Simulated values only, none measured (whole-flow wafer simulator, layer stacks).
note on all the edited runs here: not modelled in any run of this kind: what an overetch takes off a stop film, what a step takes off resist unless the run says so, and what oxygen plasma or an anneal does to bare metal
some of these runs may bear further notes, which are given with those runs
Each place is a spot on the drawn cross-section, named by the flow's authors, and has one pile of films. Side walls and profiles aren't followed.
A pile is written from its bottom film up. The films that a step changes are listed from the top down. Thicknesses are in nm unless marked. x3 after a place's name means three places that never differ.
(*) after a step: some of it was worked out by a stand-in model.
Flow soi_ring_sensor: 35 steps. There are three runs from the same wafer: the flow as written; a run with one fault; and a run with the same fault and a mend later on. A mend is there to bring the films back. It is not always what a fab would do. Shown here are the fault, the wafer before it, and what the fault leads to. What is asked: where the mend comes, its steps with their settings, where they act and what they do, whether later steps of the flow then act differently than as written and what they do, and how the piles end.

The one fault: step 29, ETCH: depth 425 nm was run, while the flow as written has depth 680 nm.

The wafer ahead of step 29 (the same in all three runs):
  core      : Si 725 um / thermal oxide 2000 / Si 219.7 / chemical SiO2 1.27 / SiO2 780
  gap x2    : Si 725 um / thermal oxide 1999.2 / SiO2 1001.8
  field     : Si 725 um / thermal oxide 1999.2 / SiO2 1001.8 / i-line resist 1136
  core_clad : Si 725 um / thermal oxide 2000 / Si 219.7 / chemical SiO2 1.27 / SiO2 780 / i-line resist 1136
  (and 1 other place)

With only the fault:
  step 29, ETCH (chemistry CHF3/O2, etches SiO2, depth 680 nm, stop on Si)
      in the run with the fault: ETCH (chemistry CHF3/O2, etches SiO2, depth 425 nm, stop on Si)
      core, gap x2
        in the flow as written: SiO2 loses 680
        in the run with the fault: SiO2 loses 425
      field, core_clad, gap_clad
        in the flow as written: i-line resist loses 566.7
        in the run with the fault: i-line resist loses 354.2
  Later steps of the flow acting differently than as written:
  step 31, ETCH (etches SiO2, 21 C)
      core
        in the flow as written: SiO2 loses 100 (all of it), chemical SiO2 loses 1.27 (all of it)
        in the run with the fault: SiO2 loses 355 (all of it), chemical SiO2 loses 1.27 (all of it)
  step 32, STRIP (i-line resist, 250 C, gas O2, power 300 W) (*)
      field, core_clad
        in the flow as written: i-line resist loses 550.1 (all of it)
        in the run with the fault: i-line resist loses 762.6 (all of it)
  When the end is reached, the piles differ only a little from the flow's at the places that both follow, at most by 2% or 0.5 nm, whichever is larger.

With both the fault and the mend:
  After step 29 comes the mend.
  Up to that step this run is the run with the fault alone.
  step 29a, ETCH (chemistry CHF3/O2, etches SiO2, depth 255 nm, stop on Si) (the flow's step 29, run once more with other settings)
      core, gap x2
        SiO2 loses 255
      field, core_clad, gap_clad
        i-line resist loses 212.5
  Every later step of the flow that is run acts as written at every place that is followed.
  At every place that both follow, the piles at the end match the flow's.
